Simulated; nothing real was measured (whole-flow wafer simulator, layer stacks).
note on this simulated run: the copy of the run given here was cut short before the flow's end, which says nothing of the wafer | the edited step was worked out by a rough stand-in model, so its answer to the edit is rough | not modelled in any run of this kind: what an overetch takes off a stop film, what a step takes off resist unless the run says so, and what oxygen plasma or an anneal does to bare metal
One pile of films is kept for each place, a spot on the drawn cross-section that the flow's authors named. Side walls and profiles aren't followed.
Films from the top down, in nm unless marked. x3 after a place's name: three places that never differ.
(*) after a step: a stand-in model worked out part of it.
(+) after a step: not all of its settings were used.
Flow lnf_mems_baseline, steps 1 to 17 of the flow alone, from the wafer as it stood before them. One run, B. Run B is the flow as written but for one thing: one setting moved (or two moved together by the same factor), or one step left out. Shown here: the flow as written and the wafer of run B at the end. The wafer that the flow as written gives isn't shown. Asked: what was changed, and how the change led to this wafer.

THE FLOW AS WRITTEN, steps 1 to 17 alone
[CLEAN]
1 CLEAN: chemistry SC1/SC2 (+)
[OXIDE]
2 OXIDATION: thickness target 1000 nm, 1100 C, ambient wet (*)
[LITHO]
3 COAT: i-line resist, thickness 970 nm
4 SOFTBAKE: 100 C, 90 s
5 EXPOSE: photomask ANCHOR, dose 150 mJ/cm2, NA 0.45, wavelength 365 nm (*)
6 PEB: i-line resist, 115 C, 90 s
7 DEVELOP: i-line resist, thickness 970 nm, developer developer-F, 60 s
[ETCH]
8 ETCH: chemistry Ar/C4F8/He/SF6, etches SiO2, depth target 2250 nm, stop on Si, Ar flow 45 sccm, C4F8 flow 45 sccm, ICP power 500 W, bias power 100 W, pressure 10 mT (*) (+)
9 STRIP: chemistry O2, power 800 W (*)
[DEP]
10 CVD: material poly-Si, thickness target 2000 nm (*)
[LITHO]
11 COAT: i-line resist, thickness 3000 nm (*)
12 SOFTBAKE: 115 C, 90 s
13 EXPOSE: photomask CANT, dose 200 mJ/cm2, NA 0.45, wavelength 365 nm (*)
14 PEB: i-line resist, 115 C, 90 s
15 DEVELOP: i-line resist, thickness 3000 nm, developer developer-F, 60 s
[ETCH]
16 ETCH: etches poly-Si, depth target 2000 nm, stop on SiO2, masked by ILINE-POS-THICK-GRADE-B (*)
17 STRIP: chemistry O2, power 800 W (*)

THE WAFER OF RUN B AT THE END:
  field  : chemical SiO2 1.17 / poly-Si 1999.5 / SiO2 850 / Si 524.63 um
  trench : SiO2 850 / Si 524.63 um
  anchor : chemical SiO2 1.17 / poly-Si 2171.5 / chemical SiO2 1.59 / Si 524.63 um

The cause: step 2, OXIDATION: thickness target 850 nm was run, where the flow has thickness target 1000 nm.
It can be read off the wafer: field has SiO2 850, and step 2 as written asks for 1000 nm.

How the change led to this, step by step:
  2 OXIDATION: thickness target 1000 nm, 1100 C, ambient wet (*)
      field, anchor, beam, trench, char_slit: SiO2 +850 (new film), chemical SiO2 -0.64 (all of it), Si -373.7 (as written it would be: SiO2 +1000 (new film), chemical SiO2 -0.64 (all of it), Si -439.7)
  8 ETCH: chemistry Ar/C4F8/He/SF6, etches SiO2, depth target 2250 nm, stop on Si, Ar flow 45 sccm, C4F8 flow 45 sccm, ICP power 500 W, bias power 100 W, pressure 10 mT (*) (+)
      field, beam, trench, char_slit: i-line resist -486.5 (as written it would be: i-line resist -561.5)
      anchor: SiO2 -850 (all of it) (as written it would be: SiO2 -1000 (all of it))
  9 STRIP: chemistry O2, power 800 W (*)
      field, beam, trench, char_slit: i-line resist -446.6 (all of it) (as written it would be: i-line resist -371.6 (all of it))
  10 CVD: material poly-Si, thickness target 2000 nm (*)
      anchor: poly-Si +2172 (new film) (as written it would be: poly-Si +2322 (new film))
